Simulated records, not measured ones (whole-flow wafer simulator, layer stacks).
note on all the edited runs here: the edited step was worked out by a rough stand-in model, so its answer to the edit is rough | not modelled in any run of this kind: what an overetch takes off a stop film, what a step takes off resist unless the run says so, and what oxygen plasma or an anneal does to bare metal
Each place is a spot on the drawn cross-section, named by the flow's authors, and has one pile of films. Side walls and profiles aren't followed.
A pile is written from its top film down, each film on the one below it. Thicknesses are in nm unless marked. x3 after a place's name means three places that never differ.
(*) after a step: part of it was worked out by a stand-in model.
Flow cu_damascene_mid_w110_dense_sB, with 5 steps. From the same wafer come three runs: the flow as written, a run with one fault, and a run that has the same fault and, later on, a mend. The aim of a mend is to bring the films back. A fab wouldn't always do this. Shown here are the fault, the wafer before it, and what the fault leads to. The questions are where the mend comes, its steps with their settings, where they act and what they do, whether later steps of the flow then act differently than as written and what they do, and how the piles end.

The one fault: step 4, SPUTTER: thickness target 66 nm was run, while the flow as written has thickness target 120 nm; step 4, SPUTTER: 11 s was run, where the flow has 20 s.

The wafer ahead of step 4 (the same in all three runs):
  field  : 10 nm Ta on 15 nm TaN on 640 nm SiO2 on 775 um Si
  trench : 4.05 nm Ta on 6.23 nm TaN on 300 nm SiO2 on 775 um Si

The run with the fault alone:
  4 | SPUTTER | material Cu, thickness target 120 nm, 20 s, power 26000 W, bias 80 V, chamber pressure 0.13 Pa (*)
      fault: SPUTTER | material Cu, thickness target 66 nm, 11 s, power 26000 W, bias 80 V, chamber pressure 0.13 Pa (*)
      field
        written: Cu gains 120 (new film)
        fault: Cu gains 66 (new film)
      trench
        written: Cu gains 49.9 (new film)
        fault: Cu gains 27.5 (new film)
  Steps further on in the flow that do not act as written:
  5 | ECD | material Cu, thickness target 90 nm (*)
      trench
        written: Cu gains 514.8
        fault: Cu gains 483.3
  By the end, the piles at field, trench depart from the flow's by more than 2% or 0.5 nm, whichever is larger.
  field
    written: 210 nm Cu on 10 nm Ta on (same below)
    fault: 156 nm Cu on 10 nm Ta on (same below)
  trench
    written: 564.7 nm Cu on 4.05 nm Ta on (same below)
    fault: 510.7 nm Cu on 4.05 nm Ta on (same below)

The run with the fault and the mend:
  After step 4 comes the mend.
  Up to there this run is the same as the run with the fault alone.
  4a | SPUTTER | material Cu, thickness target 54 nm, 9 s, power 26000 W, bias 80 V, chamber pressure 0.13 Pa (*) (the flow's step 4, run once more with other settings)
      field
        Cu gains 54
      trench
        Cu gains 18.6
  None of the later steps of the flow differs from how it acts as written, at any place that is followed, by more than 2% or 0.5 nm, whichever is larger.
  The piles end the same as the flow's at every place that both follow.
